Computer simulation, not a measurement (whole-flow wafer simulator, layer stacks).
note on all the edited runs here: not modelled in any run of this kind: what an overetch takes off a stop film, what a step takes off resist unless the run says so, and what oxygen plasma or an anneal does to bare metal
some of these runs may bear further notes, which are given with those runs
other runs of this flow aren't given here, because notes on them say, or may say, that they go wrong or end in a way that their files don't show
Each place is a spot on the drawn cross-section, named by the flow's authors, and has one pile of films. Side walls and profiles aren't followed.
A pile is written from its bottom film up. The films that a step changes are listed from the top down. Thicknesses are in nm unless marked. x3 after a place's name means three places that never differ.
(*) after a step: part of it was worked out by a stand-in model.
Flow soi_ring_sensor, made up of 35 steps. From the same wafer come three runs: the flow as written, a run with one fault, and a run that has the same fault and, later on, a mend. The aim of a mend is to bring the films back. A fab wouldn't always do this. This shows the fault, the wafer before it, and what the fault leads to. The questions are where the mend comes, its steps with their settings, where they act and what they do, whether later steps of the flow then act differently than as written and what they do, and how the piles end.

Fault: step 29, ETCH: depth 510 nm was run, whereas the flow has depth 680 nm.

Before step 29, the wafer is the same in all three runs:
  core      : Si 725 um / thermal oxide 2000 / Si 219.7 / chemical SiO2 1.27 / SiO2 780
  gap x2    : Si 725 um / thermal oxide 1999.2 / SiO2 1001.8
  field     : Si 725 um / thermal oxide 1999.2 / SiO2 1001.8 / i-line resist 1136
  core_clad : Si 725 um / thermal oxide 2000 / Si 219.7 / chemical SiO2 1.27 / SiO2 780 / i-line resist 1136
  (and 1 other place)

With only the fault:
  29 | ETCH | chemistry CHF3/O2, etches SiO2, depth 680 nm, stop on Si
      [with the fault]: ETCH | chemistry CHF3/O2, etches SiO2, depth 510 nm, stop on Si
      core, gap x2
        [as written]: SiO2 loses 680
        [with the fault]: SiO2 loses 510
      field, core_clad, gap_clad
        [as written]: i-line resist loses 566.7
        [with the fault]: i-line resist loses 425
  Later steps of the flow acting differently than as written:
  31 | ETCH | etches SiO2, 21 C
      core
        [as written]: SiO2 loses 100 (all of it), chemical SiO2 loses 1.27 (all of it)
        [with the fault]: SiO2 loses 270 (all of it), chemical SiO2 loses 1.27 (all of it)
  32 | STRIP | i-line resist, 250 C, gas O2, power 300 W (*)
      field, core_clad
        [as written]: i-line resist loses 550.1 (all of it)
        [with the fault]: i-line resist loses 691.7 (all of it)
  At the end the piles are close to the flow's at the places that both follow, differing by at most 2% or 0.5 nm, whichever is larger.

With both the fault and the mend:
  The mend follows step 29.
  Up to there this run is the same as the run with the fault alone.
  29a | ETCH | chemistry CHF3/O2, etches SiO2, depth 170 nm, stop on Si (the flow's step 29 again, with other settings)
      core, gap x2
        SiO2 loses 170
      field, core_clad, gap_clad
        i-line resist loses 141.7
  Every later step of the flow that is run acts as written at every place that is followed.
  At every place that both follow, the piles at the end match the flow's.
